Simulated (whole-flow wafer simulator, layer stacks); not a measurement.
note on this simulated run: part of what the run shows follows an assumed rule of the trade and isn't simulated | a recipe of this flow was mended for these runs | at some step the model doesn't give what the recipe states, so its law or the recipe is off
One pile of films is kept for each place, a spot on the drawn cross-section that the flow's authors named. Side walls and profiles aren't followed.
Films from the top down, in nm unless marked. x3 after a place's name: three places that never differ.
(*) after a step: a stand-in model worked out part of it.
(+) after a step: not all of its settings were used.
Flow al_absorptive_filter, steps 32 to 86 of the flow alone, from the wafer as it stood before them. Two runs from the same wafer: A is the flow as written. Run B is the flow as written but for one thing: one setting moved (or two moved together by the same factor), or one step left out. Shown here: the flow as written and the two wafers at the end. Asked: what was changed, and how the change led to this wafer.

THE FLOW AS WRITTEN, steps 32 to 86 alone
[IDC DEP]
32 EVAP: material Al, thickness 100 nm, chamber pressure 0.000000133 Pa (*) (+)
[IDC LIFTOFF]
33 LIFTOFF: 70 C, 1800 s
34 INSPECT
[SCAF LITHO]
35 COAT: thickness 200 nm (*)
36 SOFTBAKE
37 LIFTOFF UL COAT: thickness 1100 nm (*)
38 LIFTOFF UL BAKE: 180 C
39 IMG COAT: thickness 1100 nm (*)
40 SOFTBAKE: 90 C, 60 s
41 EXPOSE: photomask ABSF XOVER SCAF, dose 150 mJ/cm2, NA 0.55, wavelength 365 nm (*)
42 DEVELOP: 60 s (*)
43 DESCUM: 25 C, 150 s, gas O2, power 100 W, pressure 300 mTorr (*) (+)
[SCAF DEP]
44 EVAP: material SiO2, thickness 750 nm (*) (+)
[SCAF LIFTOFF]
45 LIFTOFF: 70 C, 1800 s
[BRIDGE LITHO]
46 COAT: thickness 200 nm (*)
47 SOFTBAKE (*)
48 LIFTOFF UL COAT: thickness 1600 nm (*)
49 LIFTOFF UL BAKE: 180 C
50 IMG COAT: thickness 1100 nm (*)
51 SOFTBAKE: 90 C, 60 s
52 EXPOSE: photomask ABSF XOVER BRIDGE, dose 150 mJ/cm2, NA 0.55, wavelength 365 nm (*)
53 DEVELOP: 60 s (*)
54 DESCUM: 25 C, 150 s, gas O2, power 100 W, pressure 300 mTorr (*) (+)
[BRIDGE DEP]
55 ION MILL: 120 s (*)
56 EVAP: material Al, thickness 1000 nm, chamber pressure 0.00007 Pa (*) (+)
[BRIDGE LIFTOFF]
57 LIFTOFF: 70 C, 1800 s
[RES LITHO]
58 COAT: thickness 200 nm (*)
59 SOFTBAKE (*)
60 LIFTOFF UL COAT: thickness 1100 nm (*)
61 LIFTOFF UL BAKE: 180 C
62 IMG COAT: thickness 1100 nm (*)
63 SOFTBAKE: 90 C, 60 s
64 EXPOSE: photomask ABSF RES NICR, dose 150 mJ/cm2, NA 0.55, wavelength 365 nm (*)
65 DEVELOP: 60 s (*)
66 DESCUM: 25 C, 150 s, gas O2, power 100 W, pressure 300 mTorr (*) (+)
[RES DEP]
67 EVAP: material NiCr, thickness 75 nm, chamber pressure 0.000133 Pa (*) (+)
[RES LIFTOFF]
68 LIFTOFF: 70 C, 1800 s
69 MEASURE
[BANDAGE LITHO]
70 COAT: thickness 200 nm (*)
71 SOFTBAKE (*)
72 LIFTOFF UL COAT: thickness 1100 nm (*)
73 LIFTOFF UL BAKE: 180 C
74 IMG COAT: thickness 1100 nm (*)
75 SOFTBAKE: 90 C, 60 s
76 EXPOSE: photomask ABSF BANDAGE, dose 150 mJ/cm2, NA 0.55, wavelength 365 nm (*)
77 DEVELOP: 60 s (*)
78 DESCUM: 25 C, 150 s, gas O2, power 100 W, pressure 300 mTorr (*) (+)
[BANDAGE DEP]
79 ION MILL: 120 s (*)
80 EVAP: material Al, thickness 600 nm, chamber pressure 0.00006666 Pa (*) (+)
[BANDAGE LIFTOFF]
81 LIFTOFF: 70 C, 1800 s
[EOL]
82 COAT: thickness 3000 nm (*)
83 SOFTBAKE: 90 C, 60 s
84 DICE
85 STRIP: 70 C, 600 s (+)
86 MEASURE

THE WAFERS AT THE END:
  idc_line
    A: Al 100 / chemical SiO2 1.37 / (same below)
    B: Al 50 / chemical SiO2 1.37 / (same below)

The cause: step 32, EVAP: thickness 50 nm was run, where the flow has thickness 100 nm.
It can be read off the wafer: idc_line has Al 50, and step 32 as written asks for 100 nm.

How the change led to this, step by step:
  32 EVAP: material Al, thickness 100 nm, chamber pressure 0.000000133 Pa (*) (+)
      gnd, pad_far, pad_near and 11 more: A Al +100 (new film) | B Al +50 (new film)
  33 LIFTOFF: 70 C, 1800 s
      gnd, xa_field, xa_margin, xa_strip, xl_land, idc_field, idc_space: A Al -100 (all of it), e-beam-resist -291 (all of it) | B Al -50 (all of it), e-beam-resist -291 (all of it)
      pad_far: A Al -100 (all of it), e-beam-resist -287 (all of it) | B Al -50 (all of it), e-beam-resist -287 (all of it)
      (and at 5 more places)
  35 COAT: thickness 200 nm (*)
      idc_line: A acrylic-e-beam-resist +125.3 (new film) | B acrylic-e-beam-resist +161.2 (new film)
      idc_space: A acrylic-e-beam-resist +228.2 (new film) | B acrylic-e-beam-resist +212.7 (new film)
  45 LIFTOFF: 70 C, 1800 s
      idc_line: A SiO2 -750 (all of it), i-line-resist -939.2 (all of it), lift-off-underlayer -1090 (all of it), acrylic-e-beam-resist -125.3 (all of it) | B SiO2 -750 (all of it), i-line-resist -939.3 (all of it), lift-off-underlayer -1095.8 (all of it), acrylic-e-beam-resist -161.2 (all of it)
      idc_space: A SiO2 -750 (all of it), i-line-resist -939.1 (all of it), lift-off-underlayer -1087.8 (all of it), acrylic-e-beam-resist -228.2 (all of it) | B SiO2 -750 (all of it), i-line-resist -939.3 (all of it), lift-off-underlayer -1095 (all of it), acrylic-e-beam-resist -212.7 (all of it)
  46 COAT: thickness 200 nm (*)
      idc_line: A acrylic-e-beam-resist +129.8 (new film) | B acrylic-e-beam-resist +163.1 (new film)
      idc_space: A acrylic-e-beam-resist +229.8 (new film) | B acrylic-e-beam-resist +213.6 (new film)
  57 LIFTOFF: 70 C, 1800 s
      idc_line: A Al -1000 (all of it), i-line-resist -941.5 (all of it), lift-off-underlayer -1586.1 (all of it), acrylic-e-beam-resist -129.8 (all of it) | B Al -1000 (all of it), i-line-resist -941.6 (all of it), lift-off-underlayer -1594.2 (all of it), acrylic-e-beam-resist -163.1 (all of it)
      idc_space: A Al -1000 (all of it), i-line-resist -941.5 (all of it), lift-off-underlayer -1586.9 (all of it), acrylic-e-beam-resist -229.8 (all of it) | B Al -1000 (all of it), i-line-resist -941.6 (all of it), lift-off-underlayer -1594.5 (all of it), acrylic-e-beam-resist -213.6 (all of it)
  58 COAT: thickness 200 nm (*)
      idc_line: A acrylic-e-beam-resist +129.8 (new film) | B acrylic-e-beam-resist +163.1 (new film)
      idc_space: A acrylic-e-beam-resist +229.8 (new film) | B acrylic-e-beam-resist +213.6 (new film)
  68 LIFTOFF: 70 C, 1800 s
      idc_line: A NiCr -75 (all of it), i-line-resist -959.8 (all of it), lift-off-underlayer -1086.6 (all of it), acrylic-e-beam-resist -129.8 (all of it) | B NiCr -75 (all of it), i-line-resist -960 (all of it), lift-off-underlayer -1094.4 (all of it), acrylic-e-beam-resist -163.1 (all of it)
      idc_space: A NiCr -75 (all of it), i-line-resist -959.8 (all of it), lift-off-underlayer -1087.4 (all of it), acrylic-e-beam-resist -229.8 (all of it) | B NiCr -75 (all of it), i-line-resist -960 (all of it), lift-off-underlayer -1094.7 (all of it), acrylic-e-beam-resist -213.6 (all of it)
  70 COAT: thickness 200 nm (*)
      idc_line: A acrylic-e-beam-resist +129.8 (new film) | B acrylic-e-beam-resist +163.1 (new film)
      idc_space: A acrylic-e-beam-resist +229.8 (new film) | B acrylic-e-beam-resist +213.6 (new film)
  81 LIFTOFF: 70 C, 1800 s
      idc_line: A Al -600 (all of it), i-line-resist -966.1 (all of it), lift-off-underlayer -1086.6 (all of it), acrylic-e-beam-resist -129.8 (all of it) | B Al -600 (all of it), i-line-resist -966.3 (all of it), lift-off-underlayer -1094.4 (all of it), acrylic-e-beam-resist -163.1 (all of it)
      idc_space: A Al -600 (all of it), i-line-resist -966.1 (all of it), lift-off-underlayer -1087.4 (all of it), acrylic-e-beam-resist -229.8 (all of it) | B Al -600 (all of it), i-line-resist -966.3 (all of it), lift-off-underlayer -1094.7 (all of it), acrylic-e-beam-resist -213.6 (all of it)
